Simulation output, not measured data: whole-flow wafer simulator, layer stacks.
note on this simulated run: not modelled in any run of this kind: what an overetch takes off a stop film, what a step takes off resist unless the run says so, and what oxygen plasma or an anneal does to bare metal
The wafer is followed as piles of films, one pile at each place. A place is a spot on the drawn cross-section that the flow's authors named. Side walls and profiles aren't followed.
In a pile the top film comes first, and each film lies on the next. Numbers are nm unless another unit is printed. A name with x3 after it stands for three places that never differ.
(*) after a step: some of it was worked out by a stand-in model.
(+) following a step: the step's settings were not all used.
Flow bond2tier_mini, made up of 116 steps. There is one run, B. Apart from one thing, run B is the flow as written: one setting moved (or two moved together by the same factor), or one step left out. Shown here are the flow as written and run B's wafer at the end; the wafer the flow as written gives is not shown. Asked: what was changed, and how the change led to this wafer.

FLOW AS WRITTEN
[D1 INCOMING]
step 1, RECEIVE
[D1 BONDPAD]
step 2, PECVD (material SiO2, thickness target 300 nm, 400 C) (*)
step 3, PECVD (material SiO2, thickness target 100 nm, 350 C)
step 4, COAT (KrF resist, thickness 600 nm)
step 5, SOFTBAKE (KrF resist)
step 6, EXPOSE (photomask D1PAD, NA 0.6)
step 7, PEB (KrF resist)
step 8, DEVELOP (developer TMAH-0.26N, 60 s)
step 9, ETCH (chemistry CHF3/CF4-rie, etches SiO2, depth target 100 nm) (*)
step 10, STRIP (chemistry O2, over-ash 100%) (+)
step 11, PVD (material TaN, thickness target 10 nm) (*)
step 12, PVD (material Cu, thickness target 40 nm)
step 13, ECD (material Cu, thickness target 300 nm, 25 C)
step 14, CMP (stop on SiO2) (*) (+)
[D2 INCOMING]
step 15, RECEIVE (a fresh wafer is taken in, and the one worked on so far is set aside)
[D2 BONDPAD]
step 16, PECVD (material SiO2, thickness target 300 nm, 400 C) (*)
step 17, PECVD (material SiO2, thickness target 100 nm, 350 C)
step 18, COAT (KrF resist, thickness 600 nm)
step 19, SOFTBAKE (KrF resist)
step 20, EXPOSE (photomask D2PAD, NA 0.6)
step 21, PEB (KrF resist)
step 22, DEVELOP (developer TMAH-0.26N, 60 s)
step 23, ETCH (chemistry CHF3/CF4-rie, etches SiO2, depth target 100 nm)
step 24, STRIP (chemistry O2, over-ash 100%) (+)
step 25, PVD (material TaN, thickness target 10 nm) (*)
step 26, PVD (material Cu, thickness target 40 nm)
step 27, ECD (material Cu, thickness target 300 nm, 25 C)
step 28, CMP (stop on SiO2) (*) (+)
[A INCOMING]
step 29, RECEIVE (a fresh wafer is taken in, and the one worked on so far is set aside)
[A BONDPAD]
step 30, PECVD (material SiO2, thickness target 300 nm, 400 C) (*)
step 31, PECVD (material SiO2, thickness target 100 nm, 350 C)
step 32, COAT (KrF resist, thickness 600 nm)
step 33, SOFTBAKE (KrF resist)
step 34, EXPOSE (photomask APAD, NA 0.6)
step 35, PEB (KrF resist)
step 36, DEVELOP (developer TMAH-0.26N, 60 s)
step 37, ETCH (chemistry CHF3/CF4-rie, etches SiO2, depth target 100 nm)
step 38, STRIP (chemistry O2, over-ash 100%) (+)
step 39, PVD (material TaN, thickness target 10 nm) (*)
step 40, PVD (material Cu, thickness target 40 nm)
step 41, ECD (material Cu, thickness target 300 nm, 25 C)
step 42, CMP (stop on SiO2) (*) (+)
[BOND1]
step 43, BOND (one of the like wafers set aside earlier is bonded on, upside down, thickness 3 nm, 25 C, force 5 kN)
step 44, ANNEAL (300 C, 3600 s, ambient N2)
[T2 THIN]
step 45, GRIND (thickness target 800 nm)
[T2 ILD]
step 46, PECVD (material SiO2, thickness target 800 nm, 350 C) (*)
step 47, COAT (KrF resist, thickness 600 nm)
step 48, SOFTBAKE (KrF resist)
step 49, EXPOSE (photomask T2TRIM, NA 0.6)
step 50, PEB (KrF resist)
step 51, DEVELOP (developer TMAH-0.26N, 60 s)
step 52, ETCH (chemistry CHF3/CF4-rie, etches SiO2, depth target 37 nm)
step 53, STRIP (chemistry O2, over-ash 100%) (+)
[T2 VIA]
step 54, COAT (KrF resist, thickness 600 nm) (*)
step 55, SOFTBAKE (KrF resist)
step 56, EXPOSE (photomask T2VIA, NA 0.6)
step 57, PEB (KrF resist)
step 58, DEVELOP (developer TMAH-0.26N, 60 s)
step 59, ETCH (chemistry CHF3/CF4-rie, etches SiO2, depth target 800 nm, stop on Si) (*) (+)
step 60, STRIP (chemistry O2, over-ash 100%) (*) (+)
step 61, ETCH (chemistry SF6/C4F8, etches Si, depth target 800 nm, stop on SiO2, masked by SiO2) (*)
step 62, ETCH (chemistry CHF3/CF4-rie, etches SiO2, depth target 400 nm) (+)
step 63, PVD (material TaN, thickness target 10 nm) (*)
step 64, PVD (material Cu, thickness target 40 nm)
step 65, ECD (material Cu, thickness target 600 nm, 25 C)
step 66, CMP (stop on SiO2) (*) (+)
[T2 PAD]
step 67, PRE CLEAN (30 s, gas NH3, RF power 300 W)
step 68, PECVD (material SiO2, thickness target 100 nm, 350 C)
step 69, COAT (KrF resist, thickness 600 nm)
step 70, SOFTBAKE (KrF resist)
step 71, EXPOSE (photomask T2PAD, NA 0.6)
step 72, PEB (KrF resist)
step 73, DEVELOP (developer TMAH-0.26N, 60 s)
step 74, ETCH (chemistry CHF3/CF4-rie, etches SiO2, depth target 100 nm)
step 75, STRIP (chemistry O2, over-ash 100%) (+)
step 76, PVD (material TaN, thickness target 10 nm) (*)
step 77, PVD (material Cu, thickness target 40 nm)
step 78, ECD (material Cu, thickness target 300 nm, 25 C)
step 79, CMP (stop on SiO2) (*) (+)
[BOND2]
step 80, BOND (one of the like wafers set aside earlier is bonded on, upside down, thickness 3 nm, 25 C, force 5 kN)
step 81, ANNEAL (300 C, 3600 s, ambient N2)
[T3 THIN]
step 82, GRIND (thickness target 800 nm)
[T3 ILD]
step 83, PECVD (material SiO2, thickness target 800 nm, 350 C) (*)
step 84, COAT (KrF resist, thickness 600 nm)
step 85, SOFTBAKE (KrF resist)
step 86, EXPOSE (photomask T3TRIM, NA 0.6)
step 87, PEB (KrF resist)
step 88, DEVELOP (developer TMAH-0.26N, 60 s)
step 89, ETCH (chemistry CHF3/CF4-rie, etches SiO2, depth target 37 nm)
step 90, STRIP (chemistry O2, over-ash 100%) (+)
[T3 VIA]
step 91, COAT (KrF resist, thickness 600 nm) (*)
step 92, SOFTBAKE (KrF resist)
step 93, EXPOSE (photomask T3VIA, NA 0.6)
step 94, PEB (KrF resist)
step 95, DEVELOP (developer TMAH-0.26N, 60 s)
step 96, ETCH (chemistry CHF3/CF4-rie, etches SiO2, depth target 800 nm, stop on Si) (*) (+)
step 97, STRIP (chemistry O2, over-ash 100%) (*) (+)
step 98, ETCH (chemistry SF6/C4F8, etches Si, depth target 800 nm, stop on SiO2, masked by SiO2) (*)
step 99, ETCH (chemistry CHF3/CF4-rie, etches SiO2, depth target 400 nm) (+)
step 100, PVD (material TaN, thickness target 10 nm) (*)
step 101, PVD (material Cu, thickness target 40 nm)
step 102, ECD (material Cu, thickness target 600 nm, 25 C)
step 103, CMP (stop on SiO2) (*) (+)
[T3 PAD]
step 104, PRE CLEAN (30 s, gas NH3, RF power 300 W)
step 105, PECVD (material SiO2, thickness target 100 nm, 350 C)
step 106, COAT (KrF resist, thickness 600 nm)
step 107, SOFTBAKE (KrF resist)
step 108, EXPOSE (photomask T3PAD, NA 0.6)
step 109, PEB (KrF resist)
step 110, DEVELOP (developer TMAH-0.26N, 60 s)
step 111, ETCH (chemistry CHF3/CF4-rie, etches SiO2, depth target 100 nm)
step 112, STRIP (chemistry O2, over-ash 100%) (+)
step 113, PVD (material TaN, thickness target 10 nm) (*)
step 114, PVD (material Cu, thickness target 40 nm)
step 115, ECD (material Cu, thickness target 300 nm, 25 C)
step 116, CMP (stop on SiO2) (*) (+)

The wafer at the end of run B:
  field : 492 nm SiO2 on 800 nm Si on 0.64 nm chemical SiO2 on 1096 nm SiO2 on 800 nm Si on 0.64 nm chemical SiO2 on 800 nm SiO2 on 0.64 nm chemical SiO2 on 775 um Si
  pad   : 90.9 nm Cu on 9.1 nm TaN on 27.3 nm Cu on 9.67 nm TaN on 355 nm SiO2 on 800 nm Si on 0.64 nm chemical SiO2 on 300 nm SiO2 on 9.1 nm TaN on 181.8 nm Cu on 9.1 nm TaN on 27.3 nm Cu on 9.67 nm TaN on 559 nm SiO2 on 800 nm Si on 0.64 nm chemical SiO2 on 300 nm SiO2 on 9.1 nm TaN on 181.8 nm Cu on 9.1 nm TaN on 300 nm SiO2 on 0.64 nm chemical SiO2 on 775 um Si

The reason: step 62, ETCH: depth target 196 nm was run, whereas the flow has depth target 400 nm.

How this came from the change, step by step:
  step 62, ETCH (chemistry CHF3/CF4-rie, etches SiO2, depth target 400 nm) (+)
      field, pad: -196 SiO2 (as written it would have been: -400 SiO2)
